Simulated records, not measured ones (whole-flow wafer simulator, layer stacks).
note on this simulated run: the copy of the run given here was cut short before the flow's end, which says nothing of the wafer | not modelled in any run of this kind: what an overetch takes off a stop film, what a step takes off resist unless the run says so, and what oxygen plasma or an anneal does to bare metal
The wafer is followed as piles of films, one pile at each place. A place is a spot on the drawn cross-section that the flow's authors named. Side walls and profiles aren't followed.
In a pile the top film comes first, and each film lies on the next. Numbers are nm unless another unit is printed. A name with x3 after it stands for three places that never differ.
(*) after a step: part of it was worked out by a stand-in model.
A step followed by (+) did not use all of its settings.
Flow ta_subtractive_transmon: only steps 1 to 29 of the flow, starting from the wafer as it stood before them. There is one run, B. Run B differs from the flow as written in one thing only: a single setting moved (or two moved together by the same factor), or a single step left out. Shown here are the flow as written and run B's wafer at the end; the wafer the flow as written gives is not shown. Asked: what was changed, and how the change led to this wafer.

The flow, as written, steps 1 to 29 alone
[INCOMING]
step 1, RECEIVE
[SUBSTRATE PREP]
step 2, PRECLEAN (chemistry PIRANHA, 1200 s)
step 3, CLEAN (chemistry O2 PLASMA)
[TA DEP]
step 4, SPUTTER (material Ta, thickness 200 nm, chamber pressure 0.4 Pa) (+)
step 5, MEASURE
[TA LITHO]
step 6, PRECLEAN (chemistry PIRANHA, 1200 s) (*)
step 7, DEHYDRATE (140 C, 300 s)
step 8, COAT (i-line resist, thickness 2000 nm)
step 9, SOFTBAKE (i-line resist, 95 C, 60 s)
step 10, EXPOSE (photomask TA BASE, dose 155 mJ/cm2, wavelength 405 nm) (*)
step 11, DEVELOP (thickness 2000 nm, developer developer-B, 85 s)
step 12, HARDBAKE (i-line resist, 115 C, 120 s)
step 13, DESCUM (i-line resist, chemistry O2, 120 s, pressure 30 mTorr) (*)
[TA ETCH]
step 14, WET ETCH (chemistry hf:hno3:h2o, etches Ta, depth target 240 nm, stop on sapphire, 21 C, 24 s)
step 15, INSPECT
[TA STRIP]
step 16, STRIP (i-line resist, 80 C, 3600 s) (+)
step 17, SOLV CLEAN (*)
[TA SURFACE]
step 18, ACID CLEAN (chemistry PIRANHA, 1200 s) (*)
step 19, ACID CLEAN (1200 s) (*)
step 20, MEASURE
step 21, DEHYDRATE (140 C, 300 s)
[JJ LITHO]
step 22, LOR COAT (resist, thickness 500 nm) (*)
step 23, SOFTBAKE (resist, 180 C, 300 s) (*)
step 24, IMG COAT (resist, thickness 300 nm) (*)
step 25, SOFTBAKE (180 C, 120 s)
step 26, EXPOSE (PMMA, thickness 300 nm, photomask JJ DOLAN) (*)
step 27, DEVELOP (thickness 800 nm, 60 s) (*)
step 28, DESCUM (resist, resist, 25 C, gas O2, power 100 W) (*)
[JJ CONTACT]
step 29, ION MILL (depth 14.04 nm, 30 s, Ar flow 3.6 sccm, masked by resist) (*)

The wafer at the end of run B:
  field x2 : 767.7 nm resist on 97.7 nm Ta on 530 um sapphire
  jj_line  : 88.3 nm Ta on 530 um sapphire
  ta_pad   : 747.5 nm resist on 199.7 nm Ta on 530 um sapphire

Cause: step 14, WET ETCH: 10.2 s was run, while the flow as written has 24 s.

Step by step, how the change led to this:
  step 14, WET ETCH (chemistry hf:hno3:h2o, etches Ta, depth target 240 nm, stop on sapphire, 21 C, 24 s)
      field x2, jj_line, lead: -102 Ta (in the flow as written it would be: -200 Ta (all of it))
  step 22, LOR COAT (resist, thickness 500 nm) (*)
      lead: +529 resist (new film) (in the flow as written it would be: +554.8 resist (new film))
      ta_contact: +470 resist (new film) (in the flow as written it would be: +443.8 resist (new film))
  step 24, IMG COAT (resist, thickness 300 nm) (*)
      ta_contact: +293.8 resist (in the flow as written it would be: +287.4 resist)
      ta_pad: +290.3 resist (in the flow as written it would be: +281.3 resist)
  step 27, DEVELOP (thickness 800 nm, 60 s) (*)
      lead: -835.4 resist (all of it) (in the flow as written it would be: -867.4 resist (all of it))
      ta_contact: -763.7 resist (all of it) (in the flow as written it would be: -731.2 resist (all of it))
  step 29, ION MILL (depth 14.04 nm, 30 s, Ar flow 3.6 sccm, masked by resist) (*)
      jj_line, lead: -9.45 Ta (in the flow as written it would be: -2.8 sapphire)
Taking metal films that touch as one body, field x2 has 1 body; the flow as written gives 0 bodies.
Taking metal films that touch as one body, jj_line has 1 body; the flow as written gives 0 bodies.
